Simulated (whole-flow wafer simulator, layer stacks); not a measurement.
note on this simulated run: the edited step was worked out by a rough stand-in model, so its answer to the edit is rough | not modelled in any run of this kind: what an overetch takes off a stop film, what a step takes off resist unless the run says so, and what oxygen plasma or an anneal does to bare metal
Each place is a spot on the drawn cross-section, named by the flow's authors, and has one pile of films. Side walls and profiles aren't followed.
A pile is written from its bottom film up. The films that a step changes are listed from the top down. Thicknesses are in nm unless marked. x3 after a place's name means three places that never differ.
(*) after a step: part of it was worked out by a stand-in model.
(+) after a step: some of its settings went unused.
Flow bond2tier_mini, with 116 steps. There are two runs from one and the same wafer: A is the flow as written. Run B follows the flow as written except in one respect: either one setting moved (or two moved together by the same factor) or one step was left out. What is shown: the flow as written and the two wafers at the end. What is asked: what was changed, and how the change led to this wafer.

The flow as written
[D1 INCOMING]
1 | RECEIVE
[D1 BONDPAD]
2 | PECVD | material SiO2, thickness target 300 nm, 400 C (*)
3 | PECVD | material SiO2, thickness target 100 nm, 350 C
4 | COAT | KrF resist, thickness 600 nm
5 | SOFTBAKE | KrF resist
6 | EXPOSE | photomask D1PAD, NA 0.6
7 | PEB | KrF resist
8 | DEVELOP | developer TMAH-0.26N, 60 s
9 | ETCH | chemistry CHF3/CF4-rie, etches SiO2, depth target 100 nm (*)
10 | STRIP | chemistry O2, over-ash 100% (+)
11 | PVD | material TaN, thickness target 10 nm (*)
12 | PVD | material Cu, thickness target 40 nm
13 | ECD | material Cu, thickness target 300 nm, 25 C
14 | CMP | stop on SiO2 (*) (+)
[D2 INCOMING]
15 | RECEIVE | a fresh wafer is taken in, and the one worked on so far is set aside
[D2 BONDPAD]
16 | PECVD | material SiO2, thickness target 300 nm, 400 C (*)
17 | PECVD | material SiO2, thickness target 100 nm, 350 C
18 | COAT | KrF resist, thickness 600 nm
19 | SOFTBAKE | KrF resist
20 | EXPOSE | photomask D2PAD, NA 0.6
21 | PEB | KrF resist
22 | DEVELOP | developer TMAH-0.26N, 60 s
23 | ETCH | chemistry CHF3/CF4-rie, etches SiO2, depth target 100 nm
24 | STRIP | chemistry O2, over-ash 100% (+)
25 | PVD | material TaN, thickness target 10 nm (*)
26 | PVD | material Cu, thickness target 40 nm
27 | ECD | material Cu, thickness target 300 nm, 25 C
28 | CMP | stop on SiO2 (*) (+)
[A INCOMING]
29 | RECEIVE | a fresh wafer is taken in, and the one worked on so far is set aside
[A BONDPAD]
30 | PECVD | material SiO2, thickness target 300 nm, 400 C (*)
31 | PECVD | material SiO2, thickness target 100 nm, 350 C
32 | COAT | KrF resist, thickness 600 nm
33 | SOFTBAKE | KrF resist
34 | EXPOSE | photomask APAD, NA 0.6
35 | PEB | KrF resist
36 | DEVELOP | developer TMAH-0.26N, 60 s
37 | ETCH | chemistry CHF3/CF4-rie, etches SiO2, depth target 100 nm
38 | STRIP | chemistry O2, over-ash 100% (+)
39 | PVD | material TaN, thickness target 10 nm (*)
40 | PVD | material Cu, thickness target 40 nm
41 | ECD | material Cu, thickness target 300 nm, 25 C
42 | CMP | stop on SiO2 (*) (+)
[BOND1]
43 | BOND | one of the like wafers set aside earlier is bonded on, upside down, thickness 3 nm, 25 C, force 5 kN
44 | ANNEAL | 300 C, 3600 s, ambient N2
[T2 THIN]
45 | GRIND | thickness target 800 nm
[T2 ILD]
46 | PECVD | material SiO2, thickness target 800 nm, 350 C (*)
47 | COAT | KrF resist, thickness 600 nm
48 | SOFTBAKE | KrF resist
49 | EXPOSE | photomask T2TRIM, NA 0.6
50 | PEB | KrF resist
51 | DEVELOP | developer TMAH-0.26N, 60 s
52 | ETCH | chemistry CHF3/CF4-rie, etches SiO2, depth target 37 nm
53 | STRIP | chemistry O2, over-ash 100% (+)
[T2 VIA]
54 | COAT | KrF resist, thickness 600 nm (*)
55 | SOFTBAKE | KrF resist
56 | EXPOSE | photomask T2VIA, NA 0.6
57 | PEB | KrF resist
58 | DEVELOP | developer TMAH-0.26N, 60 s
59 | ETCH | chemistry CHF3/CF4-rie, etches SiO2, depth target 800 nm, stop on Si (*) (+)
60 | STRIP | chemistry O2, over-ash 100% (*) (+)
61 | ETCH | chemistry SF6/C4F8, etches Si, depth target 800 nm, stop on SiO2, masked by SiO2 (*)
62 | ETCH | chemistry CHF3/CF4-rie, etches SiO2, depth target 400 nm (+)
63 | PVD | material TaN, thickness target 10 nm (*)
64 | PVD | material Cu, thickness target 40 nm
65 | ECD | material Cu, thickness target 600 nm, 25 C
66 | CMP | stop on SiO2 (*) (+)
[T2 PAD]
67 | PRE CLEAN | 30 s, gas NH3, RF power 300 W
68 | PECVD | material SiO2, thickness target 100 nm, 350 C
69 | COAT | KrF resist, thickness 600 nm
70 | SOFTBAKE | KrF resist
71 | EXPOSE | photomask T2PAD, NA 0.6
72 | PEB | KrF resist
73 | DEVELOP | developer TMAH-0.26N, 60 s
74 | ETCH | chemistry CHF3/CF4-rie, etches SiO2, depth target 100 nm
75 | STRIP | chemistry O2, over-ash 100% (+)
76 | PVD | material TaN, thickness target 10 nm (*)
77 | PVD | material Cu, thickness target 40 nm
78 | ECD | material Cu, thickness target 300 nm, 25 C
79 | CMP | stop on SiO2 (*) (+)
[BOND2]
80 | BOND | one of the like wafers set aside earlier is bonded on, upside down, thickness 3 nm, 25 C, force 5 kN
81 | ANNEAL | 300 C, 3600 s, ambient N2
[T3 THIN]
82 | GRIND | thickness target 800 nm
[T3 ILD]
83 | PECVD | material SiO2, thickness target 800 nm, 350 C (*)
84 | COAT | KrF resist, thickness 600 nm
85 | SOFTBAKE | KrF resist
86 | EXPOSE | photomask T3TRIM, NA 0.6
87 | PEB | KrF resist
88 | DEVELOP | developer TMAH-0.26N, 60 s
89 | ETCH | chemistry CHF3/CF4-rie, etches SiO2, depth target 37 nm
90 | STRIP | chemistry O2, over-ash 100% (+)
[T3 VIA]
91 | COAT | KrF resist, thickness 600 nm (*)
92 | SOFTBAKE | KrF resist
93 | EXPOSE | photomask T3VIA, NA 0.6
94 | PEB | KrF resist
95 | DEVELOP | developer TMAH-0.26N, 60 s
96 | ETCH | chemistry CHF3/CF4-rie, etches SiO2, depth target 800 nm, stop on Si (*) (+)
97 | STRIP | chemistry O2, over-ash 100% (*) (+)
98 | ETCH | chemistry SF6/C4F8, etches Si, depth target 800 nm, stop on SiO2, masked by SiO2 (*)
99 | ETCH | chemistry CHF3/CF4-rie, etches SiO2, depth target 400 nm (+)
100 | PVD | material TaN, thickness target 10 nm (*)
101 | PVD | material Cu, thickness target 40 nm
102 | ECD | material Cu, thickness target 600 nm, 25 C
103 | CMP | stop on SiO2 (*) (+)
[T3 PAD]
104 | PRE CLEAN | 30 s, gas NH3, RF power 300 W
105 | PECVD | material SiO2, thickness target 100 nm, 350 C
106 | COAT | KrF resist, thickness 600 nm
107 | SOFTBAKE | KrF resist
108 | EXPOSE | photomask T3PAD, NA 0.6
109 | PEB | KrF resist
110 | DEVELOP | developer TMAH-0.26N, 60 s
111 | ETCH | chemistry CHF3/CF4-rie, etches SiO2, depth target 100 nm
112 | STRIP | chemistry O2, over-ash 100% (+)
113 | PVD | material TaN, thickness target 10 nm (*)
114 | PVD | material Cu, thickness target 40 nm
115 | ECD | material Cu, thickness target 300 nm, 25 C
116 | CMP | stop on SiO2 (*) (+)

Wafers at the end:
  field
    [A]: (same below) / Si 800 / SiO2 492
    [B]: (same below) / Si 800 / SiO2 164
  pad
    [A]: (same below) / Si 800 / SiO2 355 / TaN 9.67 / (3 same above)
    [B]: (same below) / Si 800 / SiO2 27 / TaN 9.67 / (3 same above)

The reason: step 83, PECVD: thickness target 472 nm was run, while the flow as written has thickness target 800 nm.

The path from the change to this, step by step:
  83 | PECVD | material SiO2, thickness target 800 nm, 350 C (*)
      field, pad: A +800 SiO2 (new film) | B +472 SiO2 (new film)
  96 | ETCH | chemistry CHF3/CF4-rie, etches SiO2, depth target 800 nm, stop on Si (*) (+)
      field, pad: A -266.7 KrF resist | B -217.5 KrF resist
  97 | STRIP | chemistry O2, over-ash 100% (*) (+)
      field: A -303.9 KrF resist (all of it) | B -353.1 KrF resist (all of it)
      pad: A -336 KrF resist (all of it) | B -385.1 KrF resist (all of it)
